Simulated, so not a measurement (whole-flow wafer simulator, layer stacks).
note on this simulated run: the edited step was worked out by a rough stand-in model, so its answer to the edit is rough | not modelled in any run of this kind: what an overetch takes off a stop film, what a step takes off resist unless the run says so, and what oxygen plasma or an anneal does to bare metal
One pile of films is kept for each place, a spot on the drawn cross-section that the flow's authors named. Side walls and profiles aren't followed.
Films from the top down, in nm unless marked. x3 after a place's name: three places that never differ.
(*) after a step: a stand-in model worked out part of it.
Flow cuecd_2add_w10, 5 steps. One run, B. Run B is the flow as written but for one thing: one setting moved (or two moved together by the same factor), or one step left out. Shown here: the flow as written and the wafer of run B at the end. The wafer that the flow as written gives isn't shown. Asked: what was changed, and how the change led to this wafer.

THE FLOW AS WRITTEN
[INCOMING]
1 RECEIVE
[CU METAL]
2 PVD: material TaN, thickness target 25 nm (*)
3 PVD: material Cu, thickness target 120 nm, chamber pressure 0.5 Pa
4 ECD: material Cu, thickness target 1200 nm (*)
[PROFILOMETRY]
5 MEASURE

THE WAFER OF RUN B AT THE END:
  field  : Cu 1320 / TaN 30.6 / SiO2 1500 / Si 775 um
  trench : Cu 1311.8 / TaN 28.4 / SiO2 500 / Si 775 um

The cause: step 2, PVD: thickness target 30.6 nm was run, where the flow has thickness target 25 nm.
It can be read off the wafer: field has TaN 30.6, and step 2 as written asks for 25 nm.

How the change led to this, step by step:
  2 PVD: material TaN, thickness target 25 nm (*)
      field: TaN +30.6 (new film) (as written it would be: TaN +25 (new film))
      trench: TaN +28.4 (new film) (as written it would be: TaN +23.2 (new film))
